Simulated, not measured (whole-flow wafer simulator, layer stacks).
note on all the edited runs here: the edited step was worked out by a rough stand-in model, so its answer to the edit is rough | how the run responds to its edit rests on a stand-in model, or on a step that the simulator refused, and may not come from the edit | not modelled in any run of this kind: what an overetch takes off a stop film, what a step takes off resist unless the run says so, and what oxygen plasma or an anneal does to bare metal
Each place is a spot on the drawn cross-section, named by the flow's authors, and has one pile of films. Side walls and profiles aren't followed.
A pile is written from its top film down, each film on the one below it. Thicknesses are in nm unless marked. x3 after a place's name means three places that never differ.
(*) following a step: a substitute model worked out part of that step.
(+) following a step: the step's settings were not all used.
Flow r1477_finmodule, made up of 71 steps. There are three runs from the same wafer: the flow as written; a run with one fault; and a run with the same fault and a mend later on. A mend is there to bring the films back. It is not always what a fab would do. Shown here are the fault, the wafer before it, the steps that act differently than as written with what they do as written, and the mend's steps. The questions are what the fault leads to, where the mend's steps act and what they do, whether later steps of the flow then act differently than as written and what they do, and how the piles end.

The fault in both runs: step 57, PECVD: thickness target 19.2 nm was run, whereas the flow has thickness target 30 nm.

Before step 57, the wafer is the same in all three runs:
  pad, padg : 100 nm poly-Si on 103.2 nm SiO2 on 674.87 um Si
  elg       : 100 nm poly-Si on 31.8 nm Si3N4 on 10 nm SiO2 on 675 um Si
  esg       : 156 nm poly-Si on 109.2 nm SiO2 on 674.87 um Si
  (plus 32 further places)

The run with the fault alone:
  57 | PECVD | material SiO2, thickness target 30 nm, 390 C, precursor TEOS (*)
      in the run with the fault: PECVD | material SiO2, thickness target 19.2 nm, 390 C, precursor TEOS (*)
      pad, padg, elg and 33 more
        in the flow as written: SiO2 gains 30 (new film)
        in the run with the fault: SiO2 gains 19.2 (new film)
  Steps further on in the flow that do not act as written (3 more steps, not shown, differ only slightly: by at most 2% or 0.5 nm, whichever is larger):
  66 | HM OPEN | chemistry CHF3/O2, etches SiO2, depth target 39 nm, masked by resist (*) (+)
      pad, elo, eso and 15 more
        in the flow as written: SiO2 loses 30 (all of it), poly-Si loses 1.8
        in the run with the fault: SiO2 loses 19.2 (all of it), poly-Si loses 1.92
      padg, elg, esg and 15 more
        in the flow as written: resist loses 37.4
        in the run with the fault: resist loses 27.6
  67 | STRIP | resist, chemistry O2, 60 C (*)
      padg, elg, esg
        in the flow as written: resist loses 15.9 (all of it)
        in the run with the fault: resist loses 25.7 (all of it)
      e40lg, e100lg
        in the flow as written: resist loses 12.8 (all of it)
        in the run with the fault: resist loses 22.5 (all of it)
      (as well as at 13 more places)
  The piles end different from the flow's at padg, elg, esg and 15 more by more than 2% or 0.5 nm, whichever is larger.
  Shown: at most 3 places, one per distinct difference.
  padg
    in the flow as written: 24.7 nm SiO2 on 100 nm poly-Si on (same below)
    in the run with the fault: 13.9 nm SiO2 on 100 nm poly-Si on (same below)
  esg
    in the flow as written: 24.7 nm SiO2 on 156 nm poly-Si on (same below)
    in the run with the fault: 13.9 nm SiO2 on 156 nm poly-Si on (same below)
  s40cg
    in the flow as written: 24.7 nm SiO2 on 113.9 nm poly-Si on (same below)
    in the run with the fault: 13.9 nm SiO2 on 113.9 nm poly-Si on (same below)

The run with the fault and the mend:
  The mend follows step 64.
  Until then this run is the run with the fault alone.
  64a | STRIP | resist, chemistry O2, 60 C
      padg, elg, esg
        resist loses 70 (all of it)
      e40lg, e100lg, e200lg
        resist loses 66.9 (all of it)
      s40sg, s45sg
        resist loses 91 (all of it)
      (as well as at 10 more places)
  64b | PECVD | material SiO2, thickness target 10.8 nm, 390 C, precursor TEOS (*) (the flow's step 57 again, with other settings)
      pad, padg, elg and 33 more
        SiO2 gains 10.8
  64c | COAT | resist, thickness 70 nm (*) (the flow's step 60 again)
      e40lg, e100lg, e200lg, elo, e40lo, e100lo, e200lo
        resist gains 66.9 (new film)
      pad, padg, elg, esg
        resist gains 70 (new film)
      s40sg, s45sg, s40so, s45so
        resist gains 91 (new film)
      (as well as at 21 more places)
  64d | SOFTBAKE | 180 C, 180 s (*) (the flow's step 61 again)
      leaves every film unchanged at each place that is followed
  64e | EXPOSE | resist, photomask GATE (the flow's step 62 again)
      leaves every film unchanged at each place that is followed
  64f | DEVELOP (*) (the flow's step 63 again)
      elo, e40lo, e100lo, e200lo
        resist loses 66.9 (all of it)
      eso, e40so
        resist loses 129.5 (all of it)
      s40so, s45so
        resist loses 91 (all of it)
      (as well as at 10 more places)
  None of the later steps of the flow acts differently than as written at any place that is followed.
  The piles end the same as the flow's at every place that both follow.
